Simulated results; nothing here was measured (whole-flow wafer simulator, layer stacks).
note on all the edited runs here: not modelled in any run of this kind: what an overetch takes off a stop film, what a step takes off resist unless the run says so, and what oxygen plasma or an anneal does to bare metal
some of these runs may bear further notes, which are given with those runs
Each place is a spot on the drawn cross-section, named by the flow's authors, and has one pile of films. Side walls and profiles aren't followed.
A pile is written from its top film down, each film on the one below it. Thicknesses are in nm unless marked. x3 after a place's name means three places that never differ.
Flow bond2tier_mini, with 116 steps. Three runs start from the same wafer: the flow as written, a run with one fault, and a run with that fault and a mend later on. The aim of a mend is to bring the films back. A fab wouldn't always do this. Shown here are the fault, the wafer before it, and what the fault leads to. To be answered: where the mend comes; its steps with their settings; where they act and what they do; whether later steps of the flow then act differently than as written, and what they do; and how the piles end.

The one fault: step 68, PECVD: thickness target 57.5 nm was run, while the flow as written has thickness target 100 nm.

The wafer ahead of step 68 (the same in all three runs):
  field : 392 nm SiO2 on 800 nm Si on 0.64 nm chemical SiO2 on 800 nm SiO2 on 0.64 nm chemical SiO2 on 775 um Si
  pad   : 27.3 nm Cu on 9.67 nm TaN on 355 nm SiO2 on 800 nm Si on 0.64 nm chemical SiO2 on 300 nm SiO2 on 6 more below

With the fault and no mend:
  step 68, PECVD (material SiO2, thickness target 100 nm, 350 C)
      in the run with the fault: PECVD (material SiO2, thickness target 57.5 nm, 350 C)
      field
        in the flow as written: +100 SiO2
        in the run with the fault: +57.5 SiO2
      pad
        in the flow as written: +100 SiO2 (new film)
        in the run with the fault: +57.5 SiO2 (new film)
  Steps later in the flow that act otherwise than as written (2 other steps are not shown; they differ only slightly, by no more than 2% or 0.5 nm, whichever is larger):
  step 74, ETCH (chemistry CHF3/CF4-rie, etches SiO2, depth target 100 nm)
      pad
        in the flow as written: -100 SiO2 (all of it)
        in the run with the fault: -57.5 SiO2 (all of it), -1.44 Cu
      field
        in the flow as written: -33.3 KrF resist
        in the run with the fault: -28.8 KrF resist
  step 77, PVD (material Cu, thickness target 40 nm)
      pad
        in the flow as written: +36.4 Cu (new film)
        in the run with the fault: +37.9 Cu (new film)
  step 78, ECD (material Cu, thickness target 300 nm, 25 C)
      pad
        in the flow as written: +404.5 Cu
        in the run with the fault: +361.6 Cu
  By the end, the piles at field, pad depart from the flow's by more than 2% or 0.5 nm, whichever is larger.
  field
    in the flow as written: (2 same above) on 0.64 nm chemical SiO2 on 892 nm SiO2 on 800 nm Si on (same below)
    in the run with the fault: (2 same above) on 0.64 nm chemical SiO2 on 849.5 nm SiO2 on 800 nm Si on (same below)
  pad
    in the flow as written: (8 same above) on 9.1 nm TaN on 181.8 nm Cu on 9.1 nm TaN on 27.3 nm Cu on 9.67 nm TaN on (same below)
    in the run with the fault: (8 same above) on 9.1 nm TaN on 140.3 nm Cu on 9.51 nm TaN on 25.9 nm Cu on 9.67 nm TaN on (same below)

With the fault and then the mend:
  The mend follows step 68.
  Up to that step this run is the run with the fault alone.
  step 68a, PECVD (material SiO2, thickness target 42.5 nm, 350 C) (a further turn of the flow's step 68, with different settings)
      field, pad
        +42.5 SiO2
  Later steps of the flow that are run all act as written at every place that is followed.
  The piles end the same as the flow's at every place that both follow.
